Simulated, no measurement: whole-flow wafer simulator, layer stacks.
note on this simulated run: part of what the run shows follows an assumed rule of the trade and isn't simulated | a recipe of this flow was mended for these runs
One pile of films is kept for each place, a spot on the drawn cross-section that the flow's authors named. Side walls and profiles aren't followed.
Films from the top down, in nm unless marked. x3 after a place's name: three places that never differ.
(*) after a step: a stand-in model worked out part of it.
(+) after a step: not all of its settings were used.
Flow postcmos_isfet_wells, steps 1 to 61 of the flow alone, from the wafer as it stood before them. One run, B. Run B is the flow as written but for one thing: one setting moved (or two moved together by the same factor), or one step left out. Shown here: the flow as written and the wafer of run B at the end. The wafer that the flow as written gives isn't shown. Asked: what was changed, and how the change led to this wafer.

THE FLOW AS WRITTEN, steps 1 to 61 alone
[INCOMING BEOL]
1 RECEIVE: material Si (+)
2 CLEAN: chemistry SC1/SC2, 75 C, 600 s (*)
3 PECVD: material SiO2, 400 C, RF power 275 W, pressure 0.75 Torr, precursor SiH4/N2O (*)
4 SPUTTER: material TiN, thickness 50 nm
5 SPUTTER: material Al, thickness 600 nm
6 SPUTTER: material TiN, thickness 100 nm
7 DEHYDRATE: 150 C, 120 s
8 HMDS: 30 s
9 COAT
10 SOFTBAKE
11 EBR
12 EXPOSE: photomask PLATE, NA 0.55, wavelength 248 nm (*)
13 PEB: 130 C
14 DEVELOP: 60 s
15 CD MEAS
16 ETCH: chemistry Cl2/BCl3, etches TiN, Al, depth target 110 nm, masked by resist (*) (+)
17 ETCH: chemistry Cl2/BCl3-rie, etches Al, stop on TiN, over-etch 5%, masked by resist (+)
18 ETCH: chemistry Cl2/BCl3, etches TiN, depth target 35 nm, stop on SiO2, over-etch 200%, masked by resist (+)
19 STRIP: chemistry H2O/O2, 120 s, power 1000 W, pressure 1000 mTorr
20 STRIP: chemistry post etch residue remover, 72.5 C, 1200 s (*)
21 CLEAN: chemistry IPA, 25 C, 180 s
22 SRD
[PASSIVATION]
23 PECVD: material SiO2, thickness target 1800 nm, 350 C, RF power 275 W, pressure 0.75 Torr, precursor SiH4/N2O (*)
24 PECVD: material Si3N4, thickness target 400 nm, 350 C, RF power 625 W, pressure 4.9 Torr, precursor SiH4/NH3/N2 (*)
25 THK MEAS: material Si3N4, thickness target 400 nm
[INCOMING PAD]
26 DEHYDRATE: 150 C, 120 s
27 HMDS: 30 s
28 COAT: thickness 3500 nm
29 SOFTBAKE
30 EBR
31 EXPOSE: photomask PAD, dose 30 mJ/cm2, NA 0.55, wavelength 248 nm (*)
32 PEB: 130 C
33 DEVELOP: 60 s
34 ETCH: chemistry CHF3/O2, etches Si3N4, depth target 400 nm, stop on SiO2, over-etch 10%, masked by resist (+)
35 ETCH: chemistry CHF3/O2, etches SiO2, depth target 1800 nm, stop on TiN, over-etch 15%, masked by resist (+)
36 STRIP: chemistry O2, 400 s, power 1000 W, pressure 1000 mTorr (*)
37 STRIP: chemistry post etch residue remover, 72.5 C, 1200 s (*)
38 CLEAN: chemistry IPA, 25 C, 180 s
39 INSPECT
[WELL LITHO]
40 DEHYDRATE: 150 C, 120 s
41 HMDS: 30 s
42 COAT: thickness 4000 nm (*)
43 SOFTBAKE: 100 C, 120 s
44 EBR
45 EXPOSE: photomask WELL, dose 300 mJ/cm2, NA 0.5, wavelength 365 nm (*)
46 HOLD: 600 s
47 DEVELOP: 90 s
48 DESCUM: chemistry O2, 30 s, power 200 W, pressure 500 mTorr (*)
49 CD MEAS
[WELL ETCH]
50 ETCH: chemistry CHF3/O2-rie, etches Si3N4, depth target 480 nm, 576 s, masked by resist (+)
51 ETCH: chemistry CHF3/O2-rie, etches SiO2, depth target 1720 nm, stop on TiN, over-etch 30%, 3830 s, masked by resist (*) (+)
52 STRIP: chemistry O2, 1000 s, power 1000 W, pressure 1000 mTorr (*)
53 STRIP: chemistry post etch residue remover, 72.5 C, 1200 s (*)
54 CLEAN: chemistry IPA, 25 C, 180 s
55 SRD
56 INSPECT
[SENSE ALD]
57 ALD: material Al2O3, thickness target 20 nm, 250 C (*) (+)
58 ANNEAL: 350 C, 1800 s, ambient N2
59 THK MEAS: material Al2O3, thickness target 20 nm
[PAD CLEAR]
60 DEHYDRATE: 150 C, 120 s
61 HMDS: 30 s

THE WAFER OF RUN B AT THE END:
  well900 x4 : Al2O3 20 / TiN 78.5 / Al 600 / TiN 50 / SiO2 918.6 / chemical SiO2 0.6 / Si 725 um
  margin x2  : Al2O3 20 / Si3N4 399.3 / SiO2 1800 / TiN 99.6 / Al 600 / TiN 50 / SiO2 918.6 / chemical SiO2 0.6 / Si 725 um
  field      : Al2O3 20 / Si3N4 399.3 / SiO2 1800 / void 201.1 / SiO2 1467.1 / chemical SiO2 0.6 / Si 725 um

The cause: step 3, PECVD: RF power 231 W was run, where the flow has RF power 275 W.

How the change led to this, step by step:
  3 PECVD: material SiO2, 400 C, RF power 275 W, pressure 0.75 Torr, precursor SiH4/N2O (*)
      field, margin x2, well900 x4, pad_clr, pad_open: SiO2 +918.6 (new film) (as written it would be: SiO2 +1000 (new film))
